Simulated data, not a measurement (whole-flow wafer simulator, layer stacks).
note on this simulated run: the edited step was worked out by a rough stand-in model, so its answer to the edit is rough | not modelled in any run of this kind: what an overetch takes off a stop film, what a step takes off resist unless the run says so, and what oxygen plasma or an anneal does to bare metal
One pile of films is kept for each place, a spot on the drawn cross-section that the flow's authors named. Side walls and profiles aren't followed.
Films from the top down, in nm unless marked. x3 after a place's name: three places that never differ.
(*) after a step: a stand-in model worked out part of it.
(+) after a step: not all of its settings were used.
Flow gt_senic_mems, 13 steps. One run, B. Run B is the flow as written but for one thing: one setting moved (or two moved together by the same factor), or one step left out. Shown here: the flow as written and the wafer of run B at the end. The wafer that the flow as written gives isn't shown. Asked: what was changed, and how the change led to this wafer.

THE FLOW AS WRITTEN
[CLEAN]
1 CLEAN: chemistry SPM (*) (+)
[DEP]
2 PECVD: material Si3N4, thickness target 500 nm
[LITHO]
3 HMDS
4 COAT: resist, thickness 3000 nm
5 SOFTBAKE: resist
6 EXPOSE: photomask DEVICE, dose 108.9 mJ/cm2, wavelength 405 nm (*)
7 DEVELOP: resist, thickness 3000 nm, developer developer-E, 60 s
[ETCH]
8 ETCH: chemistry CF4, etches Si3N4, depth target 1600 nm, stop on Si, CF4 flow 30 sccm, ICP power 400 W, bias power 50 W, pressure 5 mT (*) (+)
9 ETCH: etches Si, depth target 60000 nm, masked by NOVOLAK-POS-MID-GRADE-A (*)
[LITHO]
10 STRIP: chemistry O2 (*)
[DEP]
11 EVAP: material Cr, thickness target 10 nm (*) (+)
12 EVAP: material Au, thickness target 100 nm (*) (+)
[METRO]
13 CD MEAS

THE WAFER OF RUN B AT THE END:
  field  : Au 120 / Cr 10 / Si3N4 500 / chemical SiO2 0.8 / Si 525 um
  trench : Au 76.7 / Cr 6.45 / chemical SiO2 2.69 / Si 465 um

The cause: step 12, EVAP: thickness target 120 nm was run, where the flow has thickness target 100 nm.
It can be read off the wafer: field has Au 120, and step 12 as written asks for 100 nm.

How the change led to this, step by step:
  12 EVAP: material Au, thickness target 100 nm (*) (+)
      field: Au +120 (new film) (as written it would be: Au +100 (new film))
      trench: Au +76.7 (new film) (as written it would be: Au +64.1 (new film))
